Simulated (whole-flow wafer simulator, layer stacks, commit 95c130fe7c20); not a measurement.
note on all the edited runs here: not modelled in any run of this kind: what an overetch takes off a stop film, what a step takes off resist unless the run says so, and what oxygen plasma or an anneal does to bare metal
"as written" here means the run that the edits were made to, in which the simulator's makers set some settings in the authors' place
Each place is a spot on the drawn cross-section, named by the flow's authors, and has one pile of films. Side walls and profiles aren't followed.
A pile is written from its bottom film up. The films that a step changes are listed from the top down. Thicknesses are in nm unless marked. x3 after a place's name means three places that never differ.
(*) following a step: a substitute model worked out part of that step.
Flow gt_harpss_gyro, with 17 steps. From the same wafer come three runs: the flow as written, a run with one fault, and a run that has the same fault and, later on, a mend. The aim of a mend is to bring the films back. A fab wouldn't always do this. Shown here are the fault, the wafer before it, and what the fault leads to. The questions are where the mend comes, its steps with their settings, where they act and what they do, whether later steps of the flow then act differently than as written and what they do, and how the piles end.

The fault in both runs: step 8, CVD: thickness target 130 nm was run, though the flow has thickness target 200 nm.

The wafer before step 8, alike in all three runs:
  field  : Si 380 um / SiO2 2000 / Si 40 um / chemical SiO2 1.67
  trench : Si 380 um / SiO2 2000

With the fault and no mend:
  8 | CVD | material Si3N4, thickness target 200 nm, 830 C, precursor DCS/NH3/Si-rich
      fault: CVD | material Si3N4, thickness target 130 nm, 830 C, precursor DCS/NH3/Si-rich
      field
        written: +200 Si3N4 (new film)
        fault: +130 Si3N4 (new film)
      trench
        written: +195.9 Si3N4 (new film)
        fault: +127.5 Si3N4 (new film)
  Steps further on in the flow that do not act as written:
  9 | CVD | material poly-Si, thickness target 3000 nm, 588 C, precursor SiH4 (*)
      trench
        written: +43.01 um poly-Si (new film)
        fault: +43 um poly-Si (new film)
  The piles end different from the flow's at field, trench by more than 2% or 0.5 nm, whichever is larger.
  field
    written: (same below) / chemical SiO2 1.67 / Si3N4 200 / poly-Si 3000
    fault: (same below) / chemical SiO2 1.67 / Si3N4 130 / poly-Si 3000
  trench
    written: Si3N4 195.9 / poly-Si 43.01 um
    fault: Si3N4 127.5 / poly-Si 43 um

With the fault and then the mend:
  After step 8 comes the mend.
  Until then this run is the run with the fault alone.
  8a | CVD | material Si3N4, thickness target 70 nm, 830 C, precursor DCS/NH3/Si-rich (the flow's step 8 again, with other settings)
      field
        +70 Si3N4
      trench
        +68.3 Si3N4
  None of the later steps of the flow acts differently than as written at any place that is followed.
  When the end is reached, the piles differ only a little from the flow's at the places that both follow, at most by 2% or 0.5 nm, whichever is larger.
